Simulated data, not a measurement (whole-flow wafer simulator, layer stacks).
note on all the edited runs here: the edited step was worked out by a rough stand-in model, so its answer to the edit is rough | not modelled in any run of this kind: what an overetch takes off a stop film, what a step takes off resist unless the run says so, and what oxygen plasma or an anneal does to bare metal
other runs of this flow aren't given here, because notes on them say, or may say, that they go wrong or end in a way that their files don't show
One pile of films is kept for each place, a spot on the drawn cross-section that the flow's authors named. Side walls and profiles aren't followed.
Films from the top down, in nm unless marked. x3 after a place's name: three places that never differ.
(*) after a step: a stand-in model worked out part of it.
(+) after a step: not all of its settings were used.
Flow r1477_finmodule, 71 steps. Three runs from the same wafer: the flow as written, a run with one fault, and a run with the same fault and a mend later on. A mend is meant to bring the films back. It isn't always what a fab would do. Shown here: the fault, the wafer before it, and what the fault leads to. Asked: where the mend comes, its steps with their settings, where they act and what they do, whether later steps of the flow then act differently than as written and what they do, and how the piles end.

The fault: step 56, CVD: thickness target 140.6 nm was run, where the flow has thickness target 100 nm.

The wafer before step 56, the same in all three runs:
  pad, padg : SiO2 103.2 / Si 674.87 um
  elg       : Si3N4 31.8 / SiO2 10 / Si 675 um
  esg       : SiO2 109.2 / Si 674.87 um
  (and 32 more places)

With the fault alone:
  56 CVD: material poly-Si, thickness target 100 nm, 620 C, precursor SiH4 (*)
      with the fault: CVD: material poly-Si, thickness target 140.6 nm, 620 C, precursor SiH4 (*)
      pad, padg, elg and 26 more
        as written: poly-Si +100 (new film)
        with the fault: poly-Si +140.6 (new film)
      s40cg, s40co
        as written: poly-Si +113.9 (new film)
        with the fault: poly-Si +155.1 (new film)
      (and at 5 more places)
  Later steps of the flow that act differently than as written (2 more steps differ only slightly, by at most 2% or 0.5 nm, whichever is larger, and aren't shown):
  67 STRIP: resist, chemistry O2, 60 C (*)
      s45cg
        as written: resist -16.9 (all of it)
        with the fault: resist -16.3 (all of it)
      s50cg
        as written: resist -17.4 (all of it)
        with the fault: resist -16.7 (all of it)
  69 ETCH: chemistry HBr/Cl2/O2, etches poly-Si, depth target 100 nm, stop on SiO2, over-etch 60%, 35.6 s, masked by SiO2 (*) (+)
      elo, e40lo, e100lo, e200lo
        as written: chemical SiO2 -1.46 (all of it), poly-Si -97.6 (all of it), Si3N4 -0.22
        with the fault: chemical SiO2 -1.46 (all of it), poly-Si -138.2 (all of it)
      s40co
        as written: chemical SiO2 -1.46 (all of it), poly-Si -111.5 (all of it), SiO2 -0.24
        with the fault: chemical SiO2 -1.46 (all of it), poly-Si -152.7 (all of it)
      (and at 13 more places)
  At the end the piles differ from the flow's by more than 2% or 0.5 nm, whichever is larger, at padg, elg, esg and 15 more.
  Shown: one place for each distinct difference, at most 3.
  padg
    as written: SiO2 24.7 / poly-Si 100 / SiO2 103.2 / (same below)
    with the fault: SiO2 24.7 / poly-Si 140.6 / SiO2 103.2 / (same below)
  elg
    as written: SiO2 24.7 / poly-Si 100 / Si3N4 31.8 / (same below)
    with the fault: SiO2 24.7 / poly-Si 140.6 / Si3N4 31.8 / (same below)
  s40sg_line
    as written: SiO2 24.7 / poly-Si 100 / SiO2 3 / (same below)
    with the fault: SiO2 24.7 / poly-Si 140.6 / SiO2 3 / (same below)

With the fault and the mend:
  The mend comes after step 56.
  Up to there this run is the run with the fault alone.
  56a ETCH: chemistry tmah, depth target 249.2 nm
      pad, padg, elg and 26 more
        poly-Si -140.6 (all of it)
      s40cg, s40co
        poly-Si -155.1 (all of it)
      s45cg, s45co
        poly-Si -154.7 (all of it)
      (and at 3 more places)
  56b CLEAN: chemistry SC1, 46 C, 45 s (*) (the flow's step 48 once more)
      s40sg_line, s45sg_line, s50sg_line, s40so_line, s45so_line, s50so_line
        SiO2 -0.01
  56c CVD: material poly-Si, thickness target 100 nm, 620 C, precursor SiH4 (*) (the flow's step 56 once more)
      pad, padg, elg and 26 more
        poly-Si +100 (new film)
      s40cg, s40co
        poly-Si +113.9 (new film)
      s45cg, s45co
        poly-Si +113.4 (new film)
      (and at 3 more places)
  No later step of the flow acts differently than as written, at any place that is followed, by more than 2% or 0.5 nm, whichever is larger.
  At the end the piles differ from the flow's only slightly at the places that both follow, by at most 2% or 0.5 nm, whichever is larger.
